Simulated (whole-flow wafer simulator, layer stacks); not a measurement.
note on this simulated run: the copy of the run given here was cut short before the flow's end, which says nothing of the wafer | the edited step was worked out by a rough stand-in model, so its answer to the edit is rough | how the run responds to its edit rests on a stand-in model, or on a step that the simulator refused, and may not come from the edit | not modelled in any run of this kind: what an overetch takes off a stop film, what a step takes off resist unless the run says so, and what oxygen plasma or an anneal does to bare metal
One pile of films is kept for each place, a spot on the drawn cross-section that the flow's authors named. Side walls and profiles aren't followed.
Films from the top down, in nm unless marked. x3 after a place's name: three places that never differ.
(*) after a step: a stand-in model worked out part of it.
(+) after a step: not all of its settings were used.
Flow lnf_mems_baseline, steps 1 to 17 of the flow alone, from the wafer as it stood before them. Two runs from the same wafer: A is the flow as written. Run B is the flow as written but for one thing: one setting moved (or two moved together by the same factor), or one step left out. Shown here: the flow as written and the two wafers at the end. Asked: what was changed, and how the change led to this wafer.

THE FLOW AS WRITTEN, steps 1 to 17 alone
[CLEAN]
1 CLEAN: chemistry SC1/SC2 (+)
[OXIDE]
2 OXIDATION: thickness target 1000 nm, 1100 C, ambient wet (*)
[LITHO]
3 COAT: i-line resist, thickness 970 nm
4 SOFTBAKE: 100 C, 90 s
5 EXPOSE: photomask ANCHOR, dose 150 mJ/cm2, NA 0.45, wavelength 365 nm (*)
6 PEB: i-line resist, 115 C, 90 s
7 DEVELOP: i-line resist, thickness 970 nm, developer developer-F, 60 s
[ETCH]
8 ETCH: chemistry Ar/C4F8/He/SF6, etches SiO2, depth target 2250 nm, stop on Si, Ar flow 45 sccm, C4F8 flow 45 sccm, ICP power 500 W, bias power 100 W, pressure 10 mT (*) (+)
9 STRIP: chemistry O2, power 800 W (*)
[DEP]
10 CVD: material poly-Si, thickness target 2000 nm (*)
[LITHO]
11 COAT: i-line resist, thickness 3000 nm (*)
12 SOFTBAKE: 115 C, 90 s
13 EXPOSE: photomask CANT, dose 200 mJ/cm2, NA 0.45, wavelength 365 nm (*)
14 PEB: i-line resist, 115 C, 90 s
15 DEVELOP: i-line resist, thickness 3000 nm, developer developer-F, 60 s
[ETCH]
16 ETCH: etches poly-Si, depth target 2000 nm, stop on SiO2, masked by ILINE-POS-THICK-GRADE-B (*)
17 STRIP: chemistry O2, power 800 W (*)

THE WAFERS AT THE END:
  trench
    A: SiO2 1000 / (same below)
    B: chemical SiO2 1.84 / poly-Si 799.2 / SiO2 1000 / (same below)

The cause: step 16, ETCH: depth target 1200 nm was run, where the flow has depth target 2000 nm.

How the change led to this, step by step:
  16 ETCH: etches poly-Si, depth target 2000 nm, stop on SiO2, masked by ILINE-POS-THICK-GRADE-B (*)
      trench, char_slit: A poly-Si -2000 (all of it) | B poly-Si -1200
      field, anchor, beam: A i-line resist -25 | B i-line resist -15
  17 STRIP: chemistry O2, power 800 W (*)
      trench, char_slit: A nothing | B chemical SiO2 +1.84 (new film), poly-Si -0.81
